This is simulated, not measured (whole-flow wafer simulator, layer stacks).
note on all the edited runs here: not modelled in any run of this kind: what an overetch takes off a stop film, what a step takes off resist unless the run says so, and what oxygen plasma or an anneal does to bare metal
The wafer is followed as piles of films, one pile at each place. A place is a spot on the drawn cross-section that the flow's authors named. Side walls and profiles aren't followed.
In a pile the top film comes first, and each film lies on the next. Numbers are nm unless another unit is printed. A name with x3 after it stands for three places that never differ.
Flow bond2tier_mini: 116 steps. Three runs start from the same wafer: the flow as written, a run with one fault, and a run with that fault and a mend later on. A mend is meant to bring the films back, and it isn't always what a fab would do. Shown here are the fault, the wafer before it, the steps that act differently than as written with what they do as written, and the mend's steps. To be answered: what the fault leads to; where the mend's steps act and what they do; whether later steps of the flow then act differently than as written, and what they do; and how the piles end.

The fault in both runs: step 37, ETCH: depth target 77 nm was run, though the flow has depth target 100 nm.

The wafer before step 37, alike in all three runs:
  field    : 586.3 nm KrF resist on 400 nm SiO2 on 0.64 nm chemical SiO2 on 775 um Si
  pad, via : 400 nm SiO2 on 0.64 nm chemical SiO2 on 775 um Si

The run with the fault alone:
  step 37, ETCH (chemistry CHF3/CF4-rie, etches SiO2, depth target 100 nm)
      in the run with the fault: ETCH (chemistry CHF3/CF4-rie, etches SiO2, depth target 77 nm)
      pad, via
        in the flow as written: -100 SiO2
        in the run with the fault: -77 SiO2
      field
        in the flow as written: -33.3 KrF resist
        in the run with the fault: -25.7 KrF resist
  Later steps of the flow acting differently than as written (not shown: 2 more steps that differ only slightly, by at most 2% or 0.5 nm, whichever is larger):
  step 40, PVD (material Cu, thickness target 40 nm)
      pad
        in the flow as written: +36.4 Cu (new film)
        in the run with the fault: +37.2 Cu (new film)
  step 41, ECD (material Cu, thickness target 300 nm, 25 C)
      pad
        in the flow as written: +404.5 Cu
        in the run with the fault: +380.5 Cu
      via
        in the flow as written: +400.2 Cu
        in the run with the fault: +377.1 Cu
  At pad, the piles at the end differ from the flow's by more than 2% or 0.5 nm, whichever is larger.
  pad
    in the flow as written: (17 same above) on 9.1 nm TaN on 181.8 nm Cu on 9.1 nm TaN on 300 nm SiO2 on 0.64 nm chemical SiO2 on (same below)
    in the run with the fault: (17 same above) on 9.1 nm TaN on 158.6 nm Cu on 9.31 nm TaN on 323 nm SiO2 on 0.64 nm chemical SiO2 on (same below)

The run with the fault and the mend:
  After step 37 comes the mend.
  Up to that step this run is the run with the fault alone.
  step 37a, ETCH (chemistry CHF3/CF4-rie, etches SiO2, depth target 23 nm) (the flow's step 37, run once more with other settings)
      pad, via
        -23 SiO2
      field
        -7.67 KrF resist
  Every later step of the flow that is run acts as written at every place that is followed.
  The piles end the same as the flow's at every place that both follow.
